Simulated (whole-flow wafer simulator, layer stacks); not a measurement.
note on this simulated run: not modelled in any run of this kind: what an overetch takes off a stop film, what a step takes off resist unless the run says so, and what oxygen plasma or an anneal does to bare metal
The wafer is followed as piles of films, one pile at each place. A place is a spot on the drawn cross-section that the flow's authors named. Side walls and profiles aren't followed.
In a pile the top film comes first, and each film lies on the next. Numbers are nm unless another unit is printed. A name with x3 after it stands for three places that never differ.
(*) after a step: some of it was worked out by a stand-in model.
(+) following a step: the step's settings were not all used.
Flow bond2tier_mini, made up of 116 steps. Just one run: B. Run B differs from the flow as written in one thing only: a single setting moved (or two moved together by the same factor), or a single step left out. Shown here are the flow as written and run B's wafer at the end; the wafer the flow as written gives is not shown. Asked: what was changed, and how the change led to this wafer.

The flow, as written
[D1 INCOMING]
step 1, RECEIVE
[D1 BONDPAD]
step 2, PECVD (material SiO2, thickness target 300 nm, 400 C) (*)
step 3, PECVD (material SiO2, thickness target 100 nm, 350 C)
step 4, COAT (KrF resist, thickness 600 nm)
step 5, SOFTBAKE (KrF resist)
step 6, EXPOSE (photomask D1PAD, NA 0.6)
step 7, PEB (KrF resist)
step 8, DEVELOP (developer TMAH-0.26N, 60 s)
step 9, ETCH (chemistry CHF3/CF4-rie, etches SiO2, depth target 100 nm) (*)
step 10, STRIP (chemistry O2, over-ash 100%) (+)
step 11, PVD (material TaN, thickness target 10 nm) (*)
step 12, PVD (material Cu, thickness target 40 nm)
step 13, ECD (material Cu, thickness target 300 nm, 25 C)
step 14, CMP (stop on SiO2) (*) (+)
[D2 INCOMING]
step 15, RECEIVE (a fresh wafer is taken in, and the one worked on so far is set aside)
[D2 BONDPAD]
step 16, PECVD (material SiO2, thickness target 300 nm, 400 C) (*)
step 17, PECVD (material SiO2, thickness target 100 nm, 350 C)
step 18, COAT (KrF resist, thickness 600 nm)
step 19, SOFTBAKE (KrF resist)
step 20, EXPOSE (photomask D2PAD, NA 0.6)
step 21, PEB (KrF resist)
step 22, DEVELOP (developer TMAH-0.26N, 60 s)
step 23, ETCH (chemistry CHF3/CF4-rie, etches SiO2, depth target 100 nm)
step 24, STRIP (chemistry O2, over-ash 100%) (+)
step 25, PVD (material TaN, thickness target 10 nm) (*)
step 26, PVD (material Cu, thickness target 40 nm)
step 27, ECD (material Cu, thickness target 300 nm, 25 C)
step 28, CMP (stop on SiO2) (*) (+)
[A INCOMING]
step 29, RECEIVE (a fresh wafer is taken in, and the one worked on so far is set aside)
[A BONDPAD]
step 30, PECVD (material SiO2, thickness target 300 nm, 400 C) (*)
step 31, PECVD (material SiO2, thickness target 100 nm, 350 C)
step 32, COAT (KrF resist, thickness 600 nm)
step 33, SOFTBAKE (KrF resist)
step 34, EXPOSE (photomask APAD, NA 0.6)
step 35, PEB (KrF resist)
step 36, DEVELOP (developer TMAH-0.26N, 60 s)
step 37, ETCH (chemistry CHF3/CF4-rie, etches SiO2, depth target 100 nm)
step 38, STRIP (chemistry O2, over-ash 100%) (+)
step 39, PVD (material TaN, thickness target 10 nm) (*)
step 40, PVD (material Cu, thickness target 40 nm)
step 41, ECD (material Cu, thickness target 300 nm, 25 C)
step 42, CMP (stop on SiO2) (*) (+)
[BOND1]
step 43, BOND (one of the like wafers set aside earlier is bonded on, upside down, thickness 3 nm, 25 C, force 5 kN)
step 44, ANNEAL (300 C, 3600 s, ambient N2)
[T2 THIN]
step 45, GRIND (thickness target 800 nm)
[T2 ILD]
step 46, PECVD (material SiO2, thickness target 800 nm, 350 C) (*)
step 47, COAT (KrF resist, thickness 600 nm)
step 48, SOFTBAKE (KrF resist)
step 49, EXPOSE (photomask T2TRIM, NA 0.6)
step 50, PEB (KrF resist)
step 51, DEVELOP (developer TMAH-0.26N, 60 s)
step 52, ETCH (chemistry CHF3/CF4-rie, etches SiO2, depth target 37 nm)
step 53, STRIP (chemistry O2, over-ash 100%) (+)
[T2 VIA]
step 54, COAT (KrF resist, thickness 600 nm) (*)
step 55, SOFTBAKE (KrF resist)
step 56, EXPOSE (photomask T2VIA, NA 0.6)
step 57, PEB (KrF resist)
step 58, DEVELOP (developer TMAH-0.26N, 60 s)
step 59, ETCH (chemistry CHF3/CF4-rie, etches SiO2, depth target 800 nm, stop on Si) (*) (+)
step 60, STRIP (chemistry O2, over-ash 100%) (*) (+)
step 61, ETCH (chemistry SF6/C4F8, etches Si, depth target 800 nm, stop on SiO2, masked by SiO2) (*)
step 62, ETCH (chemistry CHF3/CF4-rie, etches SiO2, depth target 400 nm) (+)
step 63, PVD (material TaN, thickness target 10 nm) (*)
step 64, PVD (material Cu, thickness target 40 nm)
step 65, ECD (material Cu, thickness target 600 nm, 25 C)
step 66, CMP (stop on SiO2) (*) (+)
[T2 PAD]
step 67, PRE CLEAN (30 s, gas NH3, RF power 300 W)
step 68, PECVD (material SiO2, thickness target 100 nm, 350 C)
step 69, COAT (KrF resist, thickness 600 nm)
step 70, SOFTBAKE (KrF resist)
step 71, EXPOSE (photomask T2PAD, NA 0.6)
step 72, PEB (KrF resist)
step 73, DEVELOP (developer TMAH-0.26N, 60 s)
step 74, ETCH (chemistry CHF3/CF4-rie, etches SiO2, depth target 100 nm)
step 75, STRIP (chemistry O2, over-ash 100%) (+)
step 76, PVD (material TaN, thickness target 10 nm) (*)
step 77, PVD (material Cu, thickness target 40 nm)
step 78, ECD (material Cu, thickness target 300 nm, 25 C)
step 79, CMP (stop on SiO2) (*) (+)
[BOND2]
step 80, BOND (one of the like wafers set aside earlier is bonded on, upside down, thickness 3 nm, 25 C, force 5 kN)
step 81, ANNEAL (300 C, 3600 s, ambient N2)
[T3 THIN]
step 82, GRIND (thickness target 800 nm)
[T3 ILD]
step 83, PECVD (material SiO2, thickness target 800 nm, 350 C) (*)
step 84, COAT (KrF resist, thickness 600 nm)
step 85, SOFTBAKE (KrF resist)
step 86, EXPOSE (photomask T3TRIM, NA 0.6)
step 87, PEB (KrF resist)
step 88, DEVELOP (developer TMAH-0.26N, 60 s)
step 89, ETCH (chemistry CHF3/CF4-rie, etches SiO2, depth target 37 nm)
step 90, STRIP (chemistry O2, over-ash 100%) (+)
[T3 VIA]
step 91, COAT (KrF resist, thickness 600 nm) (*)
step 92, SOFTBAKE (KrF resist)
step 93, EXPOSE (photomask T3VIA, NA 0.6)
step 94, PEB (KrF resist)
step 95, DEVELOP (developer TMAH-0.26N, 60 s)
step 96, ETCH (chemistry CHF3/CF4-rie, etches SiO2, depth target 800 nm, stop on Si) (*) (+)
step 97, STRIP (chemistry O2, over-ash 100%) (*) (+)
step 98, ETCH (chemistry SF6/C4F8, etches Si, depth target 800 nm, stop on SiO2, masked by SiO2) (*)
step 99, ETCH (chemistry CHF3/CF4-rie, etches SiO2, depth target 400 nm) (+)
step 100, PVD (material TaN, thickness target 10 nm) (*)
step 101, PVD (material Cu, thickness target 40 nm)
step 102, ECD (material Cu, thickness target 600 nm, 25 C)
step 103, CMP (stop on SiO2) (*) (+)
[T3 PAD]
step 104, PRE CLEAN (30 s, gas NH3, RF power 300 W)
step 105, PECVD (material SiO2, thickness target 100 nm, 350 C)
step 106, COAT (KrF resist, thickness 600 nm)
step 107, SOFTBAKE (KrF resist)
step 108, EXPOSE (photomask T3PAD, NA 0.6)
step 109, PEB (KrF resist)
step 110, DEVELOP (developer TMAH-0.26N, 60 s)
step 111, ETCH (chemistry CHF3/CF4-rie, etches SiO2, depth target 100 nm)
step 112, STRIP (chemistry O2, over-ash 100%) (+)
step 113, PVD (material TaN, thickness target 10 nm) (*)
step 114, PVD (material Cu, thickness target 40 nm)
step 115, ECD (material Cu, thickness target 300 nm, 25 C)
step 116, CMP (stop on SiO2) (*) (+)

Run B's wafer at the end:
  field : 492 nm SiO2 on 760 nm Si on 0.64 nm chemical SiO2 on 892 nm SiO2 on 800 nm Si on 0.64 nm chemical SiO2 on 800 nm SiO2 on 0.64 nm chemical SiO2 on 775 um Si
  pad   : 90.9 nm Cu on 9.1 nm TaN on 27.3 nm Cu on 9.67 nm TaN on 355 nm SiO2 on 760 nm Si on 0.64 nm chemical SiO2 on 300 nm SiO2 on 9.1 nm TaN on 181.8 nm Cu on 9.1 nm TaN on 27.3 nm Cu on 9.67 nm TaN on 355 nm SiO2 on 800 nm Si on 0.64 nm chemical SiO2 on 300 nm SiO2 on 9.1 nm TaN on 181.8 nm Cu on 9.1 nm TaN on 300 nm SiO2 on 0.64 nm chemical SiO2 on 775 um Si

Cause: step 82, GRIND: thickness target 760 nm was run, whereas the flow has thickness target 800 nm.
The wafer itself shows it: field has Si 760, and step 82 as written asks for 800 nm.

Step by step, how the change led to this:
  step 82, GRIND (thickness target 800 nm)
      field, pad: Si loses 774.24 um (as written it would have been: Si loses 774.2 um)
